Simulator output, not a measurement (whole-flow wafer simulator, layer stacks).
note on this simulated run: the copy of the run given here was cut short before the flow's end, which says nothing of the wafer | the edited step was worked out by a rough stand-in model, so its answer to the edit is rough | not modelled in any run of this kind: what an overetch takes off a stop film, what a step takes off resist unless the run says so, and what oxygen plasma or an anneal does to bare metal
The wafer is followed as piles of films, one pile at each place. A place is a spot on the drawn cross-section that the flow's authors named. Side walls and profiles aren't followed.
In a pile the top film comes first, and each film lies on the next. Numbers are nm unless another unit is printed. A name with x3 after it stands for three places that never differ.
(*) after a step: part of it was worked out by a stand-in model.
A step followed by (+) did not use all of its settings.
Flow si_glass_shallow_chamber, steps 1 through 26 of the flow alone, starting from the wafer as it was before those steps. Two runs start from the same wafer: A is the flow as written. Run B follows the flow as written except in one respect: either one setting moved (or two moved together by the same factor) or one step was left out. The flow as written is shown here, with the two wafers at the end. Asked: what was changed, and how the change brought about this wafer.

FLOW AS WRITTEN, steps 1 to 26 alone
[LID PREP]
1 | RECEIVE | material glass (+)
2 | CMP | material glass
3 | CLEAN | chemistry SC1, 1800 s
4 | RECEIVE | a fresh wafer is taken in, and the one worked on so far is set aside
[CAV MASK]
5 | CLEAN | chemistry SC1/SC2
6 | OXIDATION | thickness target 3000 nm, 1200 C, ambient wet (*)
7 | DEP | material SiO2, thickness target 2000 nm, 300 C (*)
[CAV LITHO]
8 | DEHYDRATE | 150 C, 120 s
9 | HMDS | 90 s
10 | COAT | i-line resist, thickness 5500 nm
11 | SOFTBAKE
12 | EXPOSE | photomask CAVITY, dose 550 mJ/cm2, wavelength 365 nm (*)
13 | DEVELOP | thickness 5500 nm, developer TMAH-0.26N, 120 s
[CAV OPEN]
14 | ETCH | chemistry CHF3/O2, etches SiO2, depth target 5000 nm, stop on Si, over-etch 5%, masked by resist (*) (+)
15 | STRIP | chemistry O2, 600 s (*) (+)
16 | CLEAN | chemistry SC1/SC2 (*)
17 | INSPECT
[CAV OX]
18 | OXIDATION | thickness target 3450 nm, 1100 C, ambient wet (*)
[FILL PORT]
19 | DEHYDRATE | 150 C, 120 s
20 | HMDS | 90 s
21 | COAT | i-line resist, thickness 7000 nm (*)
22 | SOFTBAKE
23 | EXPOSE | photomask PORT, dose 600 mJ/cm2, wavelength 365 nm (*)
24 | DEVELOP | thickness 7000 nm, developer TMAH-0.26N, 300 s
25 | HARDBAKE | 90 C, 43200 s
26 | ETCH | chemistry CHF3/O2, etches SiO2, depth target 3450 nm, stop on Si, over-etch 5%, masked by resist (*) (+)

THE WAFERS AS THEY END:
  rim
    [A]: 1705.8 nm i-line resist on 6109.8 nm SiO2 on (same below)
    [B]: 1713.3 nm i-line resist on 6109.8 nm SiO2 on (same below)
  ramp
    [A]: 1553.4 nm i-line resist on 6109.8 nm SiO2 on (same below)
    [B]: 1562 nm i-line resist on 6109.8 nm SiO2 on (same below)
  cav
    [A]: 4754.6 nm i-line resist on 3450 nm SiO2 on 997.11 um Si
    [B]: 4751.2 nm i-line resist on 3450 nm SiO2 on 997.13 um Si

Cause: step 14, ETCH: over-etch 3.5% was run, while the flow as written has over-etch 5%.

Step by step, how the change led to this:
  14 | ETCH | chemistry CHF3/O2, etches SiO2, depth target 5000 nm, stop on Si, over-etch 5%, masked by resist (*) (+)
      cav, port: A SiO2 loses 5000 (all of it), Si loses 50 | B SiO2 loses 5000 (all of it), Si loses 35
  15 | STRIP | chemistry O2, 600 s (*) (+)
      rim, ramp, septum, ring: A i-line resist loses 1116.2 (all of it) | B i-line resist loses 1178.7 (all of it)
